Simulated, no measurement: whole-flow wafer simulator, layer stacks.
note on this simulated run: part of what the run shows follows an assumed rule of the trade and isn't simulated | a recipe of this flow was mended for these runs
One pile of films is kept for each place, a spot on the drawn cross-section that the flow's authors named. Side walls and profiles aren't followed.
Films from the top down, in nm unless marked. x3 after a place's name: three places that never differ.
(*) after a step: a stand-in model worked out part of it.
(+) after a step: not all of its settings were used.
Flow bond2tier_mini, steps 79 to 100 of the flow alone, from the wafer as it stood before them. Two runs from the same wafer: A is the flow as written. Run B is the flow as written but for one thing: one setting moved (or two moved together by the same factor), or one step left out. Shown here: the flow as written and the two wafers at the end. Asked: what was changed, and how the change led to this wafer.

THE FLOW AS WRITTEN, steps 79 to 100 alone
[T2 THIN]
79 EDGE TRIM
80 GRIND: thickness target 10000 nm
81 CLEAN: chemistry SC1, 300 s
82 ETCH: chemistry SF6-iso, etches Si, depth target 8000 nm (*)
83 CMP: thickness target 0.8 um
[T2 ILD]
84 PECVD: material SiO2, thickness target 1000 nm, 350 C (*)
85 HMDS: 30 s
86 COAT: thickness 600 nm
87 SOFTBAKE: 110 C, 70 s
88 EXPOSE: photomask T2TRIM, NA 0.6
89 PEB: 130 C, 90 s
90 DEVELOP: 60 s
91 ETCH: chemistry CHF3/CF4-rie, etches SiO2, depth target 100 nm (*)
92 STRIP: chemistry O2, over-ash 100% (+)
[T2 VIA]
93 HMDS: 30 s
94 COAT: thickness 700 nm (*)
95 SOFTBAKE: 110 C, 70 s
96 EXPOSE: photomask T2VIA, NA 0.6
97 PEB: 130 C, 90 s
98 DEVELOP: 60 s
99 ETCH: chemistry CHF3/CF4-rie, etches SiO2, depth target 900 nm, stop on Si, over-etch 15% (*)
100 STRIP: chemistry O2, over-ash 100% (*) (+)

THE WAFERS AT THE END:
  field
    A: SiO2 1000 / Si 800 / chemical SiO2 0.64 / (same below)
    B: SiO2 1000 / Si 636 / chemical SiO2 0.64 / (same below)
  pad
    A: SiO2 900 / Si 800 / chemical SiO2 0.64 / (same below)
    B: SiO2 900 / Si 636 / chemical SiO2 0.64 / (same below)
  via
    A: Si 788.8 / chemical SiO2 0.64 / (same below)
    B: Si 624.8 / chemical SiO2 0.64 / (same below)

The cause: step 83, CMP: thickness target 0.636 um was run, where the flow has thickness target 0.8 um.

How the change led to this, step by step:
  83 CMP: thickness target 0.8 um
      field, pad, via: A Si -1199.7 | B Si -1363.7
